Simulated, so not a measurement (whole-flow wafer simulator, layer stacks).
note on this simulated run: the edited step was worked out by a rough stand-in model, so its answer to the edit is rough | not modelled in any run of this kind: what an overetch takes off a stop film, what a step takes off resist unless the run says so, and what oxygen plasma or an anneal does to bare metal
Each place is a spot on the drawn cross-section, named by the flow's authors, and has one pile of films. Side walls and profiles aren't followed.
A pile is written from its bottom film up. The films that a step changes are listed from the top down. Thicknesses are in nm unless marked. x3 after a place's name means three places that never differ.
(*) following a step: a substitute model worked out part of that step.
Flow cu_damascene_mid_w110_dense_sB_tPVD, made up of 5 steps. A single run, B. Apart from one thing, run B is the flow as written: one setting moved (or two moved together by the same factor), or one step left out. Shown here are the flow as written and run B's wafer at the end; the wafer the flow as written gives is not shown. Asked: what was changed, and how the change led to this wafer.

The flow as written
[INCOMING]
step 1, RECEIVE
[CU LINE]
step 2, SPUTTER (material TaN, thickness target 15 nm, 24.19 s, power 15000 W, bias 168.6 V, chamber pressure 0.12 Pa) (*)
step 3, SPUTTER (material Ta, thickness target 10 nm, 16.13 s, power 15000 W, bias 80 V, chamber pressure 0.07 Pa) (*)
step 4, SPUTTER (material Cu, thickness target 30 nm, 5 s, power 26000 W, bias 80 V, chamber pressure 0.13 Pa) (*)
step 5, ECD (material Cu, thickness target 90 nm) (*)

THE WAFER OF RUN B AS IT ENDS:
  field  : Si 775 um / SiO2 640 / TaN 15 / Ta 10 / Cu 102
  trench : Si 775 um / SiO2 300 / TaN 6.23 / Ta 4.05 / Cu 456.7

Cause: step 4, SPUTTER: thickness target 12 nm was run, though the flow has thickness target 30 nm.

The path from the change to this, step by step:
  step 4, SPUTTER (material Cu, thickness target 30 nm, 5 s, power 26000 W, bias 80 V, chamber pressure 0.13 Pa) (*)
      field: Cu gains 12 (new film) (it would be, as written: Cu gains 30 (new film))
      trench: Cu gains 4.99 (new film) (it would be, as written: Cu gains 12.5 (new film))
  step 5, ECD (material Cu, thickness target 90 nm) (*)
      trench: Cu gains 451.7 (it would be, as written: Cu gains 462.2)
